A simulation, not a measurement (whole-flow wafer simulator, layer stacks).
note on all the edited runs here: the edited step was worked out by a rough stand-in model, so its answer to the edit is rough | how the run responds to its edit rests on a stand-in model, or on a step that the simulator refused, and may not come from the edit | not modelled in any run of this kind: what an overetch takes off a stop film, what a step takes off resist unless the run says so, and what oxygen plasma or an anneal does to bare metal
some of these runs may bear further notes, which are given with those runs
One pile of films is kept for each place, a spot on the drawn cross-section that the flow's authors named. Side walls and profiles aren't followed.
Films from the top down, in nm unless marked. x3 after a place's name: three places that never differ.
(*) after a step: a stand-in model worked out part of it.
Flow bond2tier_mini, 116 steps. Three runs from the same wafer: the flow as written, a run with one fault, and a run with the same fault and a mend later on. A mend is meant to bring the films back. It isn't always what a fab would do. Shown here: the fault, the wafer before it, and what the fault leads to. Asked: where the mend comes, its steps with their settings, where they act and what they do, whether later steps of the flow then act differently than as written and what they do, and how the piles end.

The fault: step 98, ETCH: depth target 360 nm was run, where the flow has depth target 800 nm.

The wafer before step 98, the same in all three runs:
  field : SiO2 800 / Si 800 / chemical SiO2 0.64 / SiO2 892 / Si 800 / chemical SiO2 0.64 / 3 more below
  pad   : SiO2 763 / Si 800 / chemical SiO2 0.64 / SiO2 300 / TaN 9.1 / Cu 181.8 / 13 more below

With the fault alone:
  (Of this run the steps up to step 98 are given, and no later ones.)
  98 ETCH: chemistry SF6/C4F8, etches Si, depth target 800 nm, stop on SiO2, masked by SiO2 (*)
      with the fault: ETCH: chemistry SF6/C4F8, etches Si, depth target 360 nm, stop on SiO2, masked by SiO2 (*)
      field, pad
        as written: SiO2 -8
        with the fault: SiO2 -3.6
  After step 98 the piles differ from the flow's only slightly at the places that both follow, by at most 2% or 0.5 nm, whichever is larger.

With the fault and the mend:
  The mend comes after step 98.
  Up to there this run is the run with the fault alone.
  98a ETCH: chemistry SF6/C4F8, etches Si, depth target 440 nm, stop on SiO2, masked by SiO2 (*) (the flow's step 98 once more, with other settings)
      field, pad
        SiO2 -4.4
  No later step of the flow acts differently than as written at any place that is followed.
  At the end the piles are the same as the flow's at every place that both follow.
